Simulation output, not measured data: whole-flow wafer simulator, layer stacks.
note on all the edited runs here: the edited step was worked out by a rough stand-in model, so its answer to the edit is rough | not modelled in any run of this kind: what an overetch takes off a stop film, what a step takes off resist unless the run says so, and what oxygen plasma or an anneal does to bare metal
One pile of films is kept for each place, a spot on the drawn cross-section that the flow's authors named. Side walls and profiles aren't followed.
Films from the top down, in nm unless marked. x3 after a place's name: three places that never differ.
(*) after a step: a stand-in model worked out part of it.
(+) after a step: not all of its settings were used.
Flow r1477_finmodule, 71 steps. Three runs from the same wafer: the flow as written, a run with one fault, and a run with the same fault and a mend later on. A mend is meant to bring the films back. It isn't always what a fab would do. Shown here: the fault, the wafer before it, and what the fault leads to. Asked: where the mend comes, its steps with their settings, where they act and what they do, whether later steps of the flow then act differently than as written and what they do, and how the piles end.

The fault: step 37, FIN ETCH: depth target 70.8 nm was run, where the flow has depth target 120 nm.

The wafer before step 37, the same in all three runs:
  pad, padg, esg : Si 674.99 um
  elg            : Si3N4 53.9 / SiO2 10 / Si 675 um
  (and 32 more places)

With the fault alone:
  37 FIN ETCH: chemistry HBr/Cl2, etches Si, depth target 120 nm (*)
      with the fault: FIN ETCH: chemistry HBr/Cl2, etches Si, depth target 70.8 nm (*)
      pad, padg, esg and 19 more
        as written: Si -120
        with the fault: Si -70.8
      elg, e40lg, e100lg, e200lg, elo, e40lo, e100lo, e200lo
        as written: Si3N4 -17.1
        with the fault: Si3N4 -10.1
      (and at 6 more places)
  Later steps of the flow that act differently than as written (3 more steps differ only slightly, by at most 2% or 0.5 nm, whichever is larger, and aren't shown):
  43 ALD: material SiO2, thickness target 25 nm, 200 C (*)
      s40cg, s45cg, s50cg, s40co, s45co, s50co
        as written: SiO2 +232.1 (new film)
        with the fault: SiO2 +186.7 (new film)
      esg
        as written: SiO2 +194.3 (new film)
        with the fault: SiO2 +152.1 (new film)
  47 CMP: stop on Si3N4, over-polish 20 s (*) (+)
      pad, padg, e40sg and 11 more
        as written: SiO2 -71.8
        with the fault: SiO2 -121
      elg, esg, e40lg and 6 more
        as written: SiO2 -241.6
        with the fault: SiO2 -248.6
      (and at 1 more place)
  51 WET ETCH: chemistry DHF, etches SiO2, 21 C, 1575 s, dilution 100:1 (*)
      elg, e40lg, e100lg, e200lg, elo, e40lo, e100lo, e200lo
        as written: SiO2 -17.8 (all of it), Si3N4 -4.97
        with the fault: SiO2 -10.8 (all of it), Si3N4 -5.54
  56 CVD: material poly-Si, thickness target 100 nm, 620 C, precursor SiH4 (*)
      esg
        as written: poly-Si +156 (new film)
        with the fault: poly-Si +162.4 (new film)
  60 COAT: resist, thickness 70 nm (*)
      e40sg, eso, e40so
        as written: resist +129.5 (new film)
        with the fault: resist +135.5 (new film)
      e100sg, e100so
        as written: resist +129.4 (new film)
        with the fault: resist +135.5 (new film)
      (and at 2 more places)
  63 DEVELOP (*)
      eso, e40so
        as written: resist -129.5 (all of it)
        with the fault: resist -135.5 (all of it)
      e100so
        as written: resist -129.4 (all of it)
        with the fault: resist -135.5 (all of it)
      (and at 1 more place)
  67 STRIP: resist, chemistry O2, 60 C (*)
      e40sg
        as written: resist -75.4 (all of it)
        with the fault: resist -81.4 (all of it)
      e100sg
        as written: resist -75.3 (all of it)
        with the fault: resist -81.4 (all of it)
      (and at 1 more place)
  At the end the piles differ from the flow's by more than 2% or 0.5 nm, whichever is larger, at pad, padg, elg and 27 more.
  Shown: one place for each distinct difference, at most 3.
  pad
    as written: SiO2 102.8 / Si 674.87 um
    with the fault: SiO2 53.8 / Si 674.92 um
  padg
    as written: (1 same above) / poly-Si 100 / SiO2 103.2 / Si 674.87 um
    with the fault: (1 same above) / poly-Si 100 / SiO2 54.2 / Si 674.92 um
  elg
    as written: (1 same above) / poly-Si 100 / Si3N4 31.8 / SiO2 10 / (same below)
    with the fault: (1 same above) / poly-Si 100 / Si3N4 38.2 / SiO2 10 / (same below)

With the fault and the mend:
  The mend comes after step 38.
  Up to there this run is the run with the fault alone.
  38a FIN ETCH: chemistry HBr/Cl2, etches Si, depth target 49.2 nm (*) (the flow's step 37 once more, with other settings)
      pad, padg, esg and 19 more
        Si -49.2
      elg, e40lg, e100lg, e200lg, elo, e40lo, e100lo, e200lo
        Si3N4 -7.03
      s40sg_line, s45sg_line, s50sg_line, s40so_line, s45so_line, s50so_line
        SiO2 -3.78
  No later step of the flow acts differently than as written at any place that is followed.
  At the end the piles are the same as the flow's at every place that both follow.
